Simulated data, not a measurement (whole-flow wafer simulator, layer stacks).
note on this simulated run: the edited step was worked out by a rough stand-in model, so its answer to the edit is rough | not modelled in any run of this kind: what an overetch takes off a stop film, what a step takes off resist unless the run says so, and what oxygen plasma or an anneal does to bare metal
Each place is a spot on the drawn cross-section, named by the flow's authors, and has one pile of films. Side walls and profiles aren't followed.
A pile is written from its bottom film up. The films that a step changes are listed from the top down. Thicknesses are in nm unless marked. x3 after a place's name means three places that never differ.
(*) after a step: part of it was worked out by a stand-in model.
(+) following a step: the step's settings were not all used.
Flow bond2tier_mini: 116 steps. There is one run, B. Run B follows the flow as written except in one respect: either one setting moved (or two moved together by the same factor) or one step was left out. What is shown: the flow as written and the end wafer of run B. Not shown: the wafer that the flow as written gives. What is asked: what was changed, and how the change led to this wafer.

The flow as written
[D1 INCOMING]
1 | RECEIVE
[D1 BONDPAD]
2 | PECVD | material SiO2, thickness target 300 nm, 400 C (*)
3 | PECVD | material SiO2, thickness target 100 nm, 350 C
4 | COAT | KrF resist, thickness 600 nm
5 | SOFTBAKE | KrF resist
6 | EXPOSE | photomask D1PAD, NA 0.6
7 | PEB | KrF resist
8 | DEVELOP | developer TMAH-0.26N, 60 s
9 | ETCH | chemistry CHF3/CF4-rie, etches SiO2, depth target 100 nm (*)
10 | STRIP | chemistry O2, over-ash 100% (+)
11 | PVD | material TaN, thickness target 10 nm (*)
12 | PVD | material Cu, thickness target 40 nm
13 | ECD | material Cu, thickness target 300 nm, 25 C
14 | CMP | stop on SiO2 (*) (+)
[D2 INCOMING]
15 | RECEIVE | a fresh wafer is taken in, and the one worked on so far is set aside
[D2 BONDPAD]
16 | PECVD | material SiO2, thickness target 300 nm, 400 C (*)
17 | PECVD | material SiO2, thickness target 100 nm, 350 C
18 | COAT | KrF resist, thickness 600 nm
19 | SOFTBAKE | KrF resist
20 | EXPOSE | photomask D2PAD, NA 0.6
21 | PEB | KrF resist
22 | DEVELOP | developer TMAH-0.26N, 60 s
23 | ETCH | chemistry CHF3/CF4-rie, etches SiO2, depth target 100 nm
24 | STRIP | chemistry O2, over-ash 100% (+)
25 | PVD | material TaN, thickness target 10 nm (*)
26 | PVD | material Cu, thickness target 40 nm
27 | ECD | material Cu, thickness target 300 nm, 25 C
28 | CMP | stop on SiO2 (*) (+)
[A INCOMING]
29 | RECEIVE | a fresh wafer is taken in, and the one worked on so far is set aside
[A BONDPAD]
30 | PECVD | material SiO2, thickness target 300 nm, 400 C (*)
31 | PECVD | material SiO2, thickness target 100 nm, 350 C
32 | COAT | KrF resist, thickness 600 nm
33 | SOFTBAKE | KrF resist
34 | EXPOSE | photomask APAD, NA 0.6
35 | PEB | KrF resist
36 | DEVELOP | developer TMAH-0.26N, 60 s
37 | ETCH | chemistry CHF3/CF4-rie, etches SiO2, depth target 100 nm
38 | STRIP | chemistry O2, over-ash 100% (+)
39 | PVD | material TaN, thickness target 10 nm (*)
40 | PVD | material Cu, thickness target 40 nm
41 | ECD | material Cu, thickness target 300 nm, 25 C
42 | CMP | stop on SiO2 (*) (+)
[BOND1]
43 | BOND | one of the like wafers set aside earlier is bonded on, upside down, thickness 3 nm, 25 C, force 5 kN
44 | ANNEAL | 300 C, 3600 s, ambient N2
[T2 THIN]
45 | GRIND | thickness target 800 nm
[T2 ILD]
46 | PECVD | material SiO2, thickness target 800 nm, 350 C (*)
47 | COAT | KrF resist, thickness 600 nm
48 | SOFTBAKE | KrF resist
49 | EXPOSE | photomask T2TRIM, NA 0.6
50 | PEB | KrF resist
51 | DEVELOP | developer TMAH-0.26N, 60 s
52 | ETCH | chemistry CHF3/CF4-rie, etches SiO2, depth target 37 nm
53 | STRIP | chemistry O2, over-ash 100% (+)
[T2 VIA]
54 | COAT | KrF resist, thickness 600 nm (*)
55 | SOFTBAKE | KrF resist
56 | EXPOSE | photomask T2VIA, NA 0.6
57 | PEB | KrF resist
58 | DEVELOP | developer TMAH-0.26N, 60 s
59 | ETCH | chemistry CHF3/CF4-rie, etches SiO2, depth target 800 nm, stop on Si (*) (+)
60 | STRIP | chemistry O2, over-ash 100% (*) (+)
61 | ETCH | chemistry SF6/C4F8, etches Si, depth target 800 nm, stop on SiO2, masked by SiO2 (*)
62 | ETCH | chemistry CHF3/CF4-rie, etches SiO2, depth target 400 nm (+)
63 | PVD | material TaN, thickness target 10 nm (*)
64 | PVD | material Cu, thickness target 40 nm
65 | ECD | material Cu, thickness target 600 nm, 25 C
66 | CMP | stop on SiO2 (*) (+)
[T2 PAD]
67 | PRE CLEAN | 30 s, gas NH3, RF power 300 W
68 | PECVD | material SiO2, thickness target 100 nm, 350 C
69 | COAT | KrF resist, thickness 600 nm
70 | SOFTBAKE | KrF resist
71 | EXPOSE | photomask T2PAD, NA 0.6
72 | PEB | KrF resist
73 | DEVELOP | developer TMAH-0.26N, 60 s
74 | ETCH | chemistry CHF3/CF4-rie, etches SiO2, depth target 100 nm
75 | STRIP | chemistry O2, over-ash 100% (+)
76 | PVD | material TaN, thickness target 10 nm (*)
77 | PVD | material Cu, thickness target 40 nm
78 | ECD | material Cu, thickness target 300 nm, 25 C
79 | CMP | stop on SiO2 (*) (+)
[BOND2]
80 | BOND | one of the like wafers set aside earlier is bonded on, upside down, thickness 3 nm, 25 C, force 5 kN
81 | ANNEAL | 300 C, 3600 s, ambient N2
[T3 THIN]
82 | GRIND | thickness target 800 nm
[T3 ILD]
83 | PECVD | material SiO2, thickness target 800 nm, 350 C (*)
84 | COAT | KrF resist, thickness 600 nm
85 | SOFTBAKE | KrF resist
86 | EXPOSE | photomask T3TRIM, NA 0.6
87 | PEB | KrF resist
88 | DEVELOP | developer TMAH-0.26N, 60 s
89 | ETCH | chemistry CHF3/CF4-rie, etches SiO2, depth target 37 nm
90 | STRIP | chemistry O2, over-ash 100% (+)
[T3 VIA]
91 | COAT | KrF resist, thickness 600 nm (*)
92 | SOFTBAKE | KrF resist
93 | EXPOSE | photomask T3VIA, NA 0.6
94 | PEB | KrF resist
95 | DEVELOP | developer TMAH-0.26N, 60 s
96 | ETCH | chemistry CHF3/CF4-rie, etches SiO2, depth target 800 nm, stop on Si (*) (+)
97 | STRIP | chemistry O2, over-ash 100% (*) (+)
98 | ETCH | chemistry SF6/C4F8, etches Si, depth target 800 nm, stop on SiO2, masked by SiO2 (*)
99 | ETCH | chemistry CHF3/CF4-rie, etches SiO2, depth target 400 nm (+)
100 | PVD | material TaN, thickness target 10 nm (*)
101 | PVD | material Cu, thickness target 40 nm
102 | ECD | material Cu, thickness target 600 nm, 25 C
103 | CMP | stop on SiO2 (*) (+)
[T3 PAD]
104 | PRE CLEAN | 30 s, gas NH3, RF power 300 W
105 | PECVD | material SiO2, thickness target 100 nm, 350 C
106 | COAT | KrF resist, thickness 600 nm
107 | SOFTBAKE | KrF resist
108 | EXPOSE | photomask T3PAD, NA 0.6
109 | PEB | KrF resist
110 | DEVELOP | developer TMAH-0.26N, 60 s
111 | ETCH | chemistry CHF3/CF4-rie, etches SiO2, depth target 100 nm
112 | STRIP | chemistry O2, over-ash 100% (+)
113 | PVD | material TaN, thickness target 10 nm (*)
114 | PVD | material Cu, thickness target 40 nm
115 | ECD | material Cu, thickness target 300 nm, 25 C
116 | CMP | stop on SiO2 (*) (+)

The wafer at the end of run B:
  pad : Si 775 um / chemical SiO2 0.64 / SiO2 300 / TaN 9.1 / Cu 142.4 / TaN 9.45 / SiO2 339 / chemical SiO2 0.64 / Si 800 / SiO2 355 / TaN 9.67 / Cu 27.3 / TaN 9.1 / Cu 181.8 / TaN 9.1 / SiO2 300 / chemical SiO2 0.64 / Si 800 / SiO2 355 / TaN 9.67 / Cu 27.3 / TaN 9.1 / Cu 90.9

What caused this: step 9, ETCH: depth target 61 nm was run, whereas the flow has depth target 100 nm.

The path from the change to this, step by step:
  9 | ETCH | chemistry CHF3/CF4-rie, etches SiO2, depth target 100 nm (*)
      pad, via: -61 SiO2 (as written it would have been: -100 SiO2)
      field: -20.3 KrF resist (as written it would have been: -33.3 KrF resist)
  10 | STRIP | chemistry O2, over-ash 100% (+)
      field: -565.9 KrF resist (all of it) (as written it would have been: -552.9 KrF resist (all of it))
  12 | PVD | material Cu, thickness target 40 nm
      pad: +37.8 Cu (new film) (as written it would have been: +36.4 Cu (new film))
  13 | ECD | material Cu, thickness target 300 nm, 25 C
      pad: +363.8 Cu (as written it would have been: +404.5 Cu)
      via: +361 Cu (as written it would have been: +400.2 Cu)
  43 | BOND | one of the like wafers set aside earlier is bonded on, upside down, thickness 3 nm, 25 C, force 5 kN
      pad: +775 um Si (new film), +0.64 chemical SiO2 (new film), +339 SiO2 (new film), +9.45 TaN (new film), +51.6 Cu (as written it would have been: +775 um Si (new film), +0.64 chemical SiO2 (new film), +300 SiO2 (new film), +9.1 TaN (new film), +90.9 Cu)
      via: +775 um Si (new film), +0.64 chemical SiO2 (new film), +339 SiO2 (new film), +9.99 TaN (new film), +51 Cu (as written it would have been: +775 um Si (new film), +0.64 chemical SiO2 (new film), +300 SiO2 (new film), +9.97 TaN (new film), +90 Cu)
